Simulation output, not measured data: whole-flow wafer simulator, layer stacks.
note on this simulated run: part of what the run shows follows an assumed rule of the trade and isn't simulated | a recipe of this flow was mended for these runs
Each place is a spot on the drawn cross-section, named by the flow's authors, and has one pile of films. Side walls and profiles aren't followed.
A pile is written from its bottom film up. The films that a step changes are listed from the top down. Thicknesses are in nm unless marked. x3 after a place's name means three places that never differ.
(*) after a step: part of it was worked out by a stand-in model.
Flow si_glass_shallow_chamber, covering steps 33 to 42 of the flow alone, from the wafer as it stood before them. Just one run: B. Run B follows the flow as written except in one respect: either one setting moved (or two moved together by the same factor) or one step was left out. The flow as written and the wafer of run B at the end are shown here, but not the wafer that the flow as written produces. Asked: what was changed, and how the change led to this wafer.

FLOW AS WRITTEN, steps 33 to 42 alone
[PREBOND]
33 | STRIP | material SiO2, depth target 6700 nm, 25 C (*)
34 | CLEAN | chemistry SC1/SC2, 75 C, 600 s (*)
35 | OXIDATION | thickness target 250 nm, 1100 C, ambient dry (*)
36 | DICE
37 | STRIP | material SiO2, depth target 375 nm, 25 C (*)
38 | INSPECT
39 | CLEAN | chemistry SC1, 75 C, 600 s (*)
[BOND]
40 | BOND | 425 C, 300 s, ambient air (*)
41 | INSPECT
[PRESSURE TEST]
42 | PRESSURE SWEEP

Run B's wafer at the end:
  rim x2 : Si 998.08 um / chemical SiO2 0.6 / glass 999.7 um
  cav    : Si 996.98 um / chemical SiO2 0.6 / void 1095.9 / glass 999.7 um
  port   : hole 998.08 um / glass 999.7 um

The reason: step 35, OXIDATION: thickness target 221.9 nm was run, while the flow as written has thickness target 250 nm.

Step by step, how the change led to this:
  35 | OXIDATION | thickness target 250 nm, 1100 C, ambient dry (*)
      rim x2, cav, septum, ring: SiO2 gains 221.9 (new film), chemical SiO2 loses 0.6 (all of it), Si loses 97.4 (as written it would have been: SiO2 gains 250 (new film), chemical SiO2 loses 0.6 (all of it), Si loses 109.7)
  37 | STRIP | material SiO2, depth target 375 nm, 25 C (*)
      rim x2, cav, septum, ring: SiO2 loses 221.9 (all of it) (as written it would have been: SiO2 loses 250 (all of it))
